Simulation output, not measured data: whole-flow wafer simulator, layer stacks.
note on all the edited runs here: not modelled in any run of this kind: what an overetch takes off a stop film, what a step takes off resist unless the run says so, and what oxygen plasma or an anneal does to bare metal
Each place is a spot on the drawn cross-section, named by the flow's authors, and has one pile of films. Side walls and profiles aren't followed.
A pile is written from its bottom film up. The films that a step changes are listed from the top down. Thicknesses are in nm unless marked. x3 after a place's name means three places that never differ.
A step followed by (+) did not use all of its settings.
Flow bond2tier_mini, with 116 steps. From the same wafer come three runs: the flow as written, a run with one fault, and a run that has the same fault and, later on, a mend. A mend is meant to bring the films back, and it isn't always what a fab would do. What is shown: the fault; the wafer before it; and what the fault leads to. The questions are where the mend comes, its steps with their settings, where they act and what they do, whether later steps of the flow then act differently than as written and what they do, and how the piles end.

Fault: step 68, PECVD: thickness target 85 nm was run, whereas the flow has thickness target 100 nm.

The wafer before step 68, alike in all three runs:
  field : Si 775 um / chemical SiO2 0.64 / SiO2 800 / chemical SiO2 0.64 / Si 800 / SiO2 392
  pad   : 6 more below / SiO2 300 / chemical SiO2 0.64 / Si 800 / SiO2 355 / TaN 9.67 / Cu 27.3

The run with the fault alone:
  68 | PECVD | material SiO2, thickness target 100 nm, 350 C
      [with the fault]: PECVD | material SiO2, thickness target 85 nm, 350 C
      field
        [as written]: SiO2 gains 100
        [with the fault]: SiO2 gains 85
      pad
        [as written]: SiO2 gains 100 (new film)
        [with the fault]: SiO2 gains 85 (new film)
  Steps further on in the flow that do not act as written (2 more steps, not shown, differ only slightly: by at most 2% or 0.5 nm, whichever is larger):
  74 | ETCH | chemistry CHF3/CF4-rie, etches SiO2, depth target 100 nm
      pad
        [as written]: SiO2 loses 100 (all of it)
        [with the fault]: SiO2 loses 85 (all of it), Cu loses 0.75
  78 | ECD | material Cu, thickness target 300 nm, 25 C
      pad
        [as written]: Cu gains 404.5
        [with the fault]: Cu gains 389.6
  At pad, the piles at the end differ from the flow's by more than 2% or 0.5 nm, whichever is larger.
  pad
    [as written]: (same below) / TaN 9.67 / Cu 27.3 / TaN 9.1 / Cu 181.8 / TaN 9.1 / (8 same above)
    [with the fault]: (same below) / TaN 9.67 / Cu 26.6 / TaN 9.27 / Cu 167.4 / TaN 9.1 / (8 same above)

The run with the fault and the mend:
  After step 73 comes the mend.
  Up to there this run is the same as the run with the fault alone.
  73a | STRIP | chemistry O2, over-ash 100% (+)
      field
        KrF resist loses 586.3 (all of it)
  73b | PECVD | material SiO2, thickness target 15 nm, 350 C (a further turn of the flow's step 68, with different settings)
      field, pad
        SiO2 gains 15
  73c | COAT | KrF resist, thickness 600 nm (a further turn of the flow's step 69)
      field, pad
        KrF resist gains 600 (new film)
  73d | SOFTBAKE | KrF resist (a further turn of the flow's step 70)
      leaves every film unchanged at each place that is followed
  73e | EXPOSE | photomask T2PAD, NA 0.6 (a further turn of the flow's step 71)
      leaves every film unchanged at each place that is followed
  73f | PEB | KrF resist (a further turn of the flow's step 72)
      leaves every film unchanged at each place that is followed
  73g | DEVELOP | developer TMAH-0.26N, 60 s (a further turn of the flow's step 73)
      field
        KrF resist loses 13.7
      pad
        KrF resist loses 600 (all of it)
  Every later step of the flow that is run acts as written at every place that is followed.
  At every place that both follow, the piles at the end match the flow's.
